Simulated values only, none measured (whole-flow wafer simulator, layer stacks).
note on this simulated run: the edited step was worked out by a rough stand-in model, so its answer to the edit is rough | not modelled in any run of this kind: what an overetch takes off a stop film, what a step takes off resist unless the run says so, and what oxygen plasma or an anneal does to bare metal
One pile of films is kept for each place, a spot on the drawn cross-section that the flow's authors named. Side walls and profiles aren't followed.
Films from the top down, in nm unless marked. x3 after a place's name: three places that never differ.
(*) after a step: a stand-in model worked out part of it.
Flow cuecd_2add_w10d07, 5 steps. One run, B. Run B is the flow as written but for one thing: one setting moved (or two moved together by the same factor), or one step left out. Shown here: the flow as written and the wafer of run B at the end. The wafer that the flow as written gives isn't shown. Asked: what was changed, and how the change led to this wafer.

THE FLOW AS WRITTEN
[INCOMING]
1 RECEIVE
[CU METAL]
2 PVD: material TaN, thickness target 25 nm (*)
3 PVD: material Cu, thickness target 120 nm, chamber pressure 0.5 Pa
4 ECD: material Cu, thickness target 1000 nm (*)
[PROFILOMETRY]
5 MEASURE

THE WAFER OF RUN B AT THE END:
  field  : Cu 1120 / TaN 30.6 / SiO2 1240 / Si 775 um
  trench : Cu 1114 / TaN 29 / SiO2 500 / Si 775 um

The cause: step 2, PVD: thickness target 30.6 nm was run, where the flow has thickness target 25 nm.
It can be read off the wafer: field has TaN 30.6, and step 2 as written asks for 25 nm.

How the change led to this, step by step:
  2 PVD: material TaN, thickness target 25 nm (*)
      field: TaN +30.6 (new film) (as written it would be: TaN +25 (new film))
      trench: TaN +29 (new film) (as written it would be: TaN +23.7 (new film))
